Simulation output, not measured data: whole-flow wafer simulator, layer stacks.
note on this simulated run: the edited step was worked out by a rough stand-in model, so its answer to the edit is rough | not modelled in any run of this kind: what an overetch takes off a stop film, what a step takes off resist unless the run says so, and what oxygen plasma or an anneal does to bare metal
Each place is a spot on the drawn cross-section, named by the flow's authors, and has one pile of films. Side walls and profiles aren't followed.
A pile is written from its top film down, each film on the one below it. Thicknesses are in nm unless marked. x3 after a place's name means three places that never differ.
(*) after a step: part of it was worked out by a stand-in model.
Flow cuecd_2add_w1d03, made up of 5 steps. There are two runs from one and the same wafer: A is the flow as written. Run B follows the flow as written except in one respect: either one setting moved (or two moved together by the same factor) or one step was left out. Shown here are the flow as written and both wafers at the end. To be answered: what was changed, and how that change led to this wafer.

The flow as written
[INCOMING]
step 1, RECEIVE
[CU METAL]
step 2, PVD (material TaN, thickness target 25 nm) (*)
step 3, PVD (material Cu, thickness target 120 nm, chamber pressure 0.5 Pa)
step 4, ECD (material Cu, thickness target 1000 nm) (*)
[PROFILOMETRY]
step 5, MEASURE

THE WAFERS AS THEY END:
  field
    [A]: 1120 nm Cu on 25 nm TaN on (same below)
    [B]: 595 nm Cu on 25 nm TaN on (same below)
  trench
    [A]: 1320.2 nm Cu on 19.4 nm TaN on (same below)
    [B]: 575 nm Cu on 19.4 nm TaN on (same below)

The reason: step 4, ECD: thickness target 475 nm was run, though the flow has thickness target 1000 nm.

Step by step, how the change led to this:
  step 4, ECD (material Cu, thickness target 1000 nm) (*)
      field: A +1000 Cu | B +475 Cu
      trench: A +1226.8 Cu | B +481.6 Cu
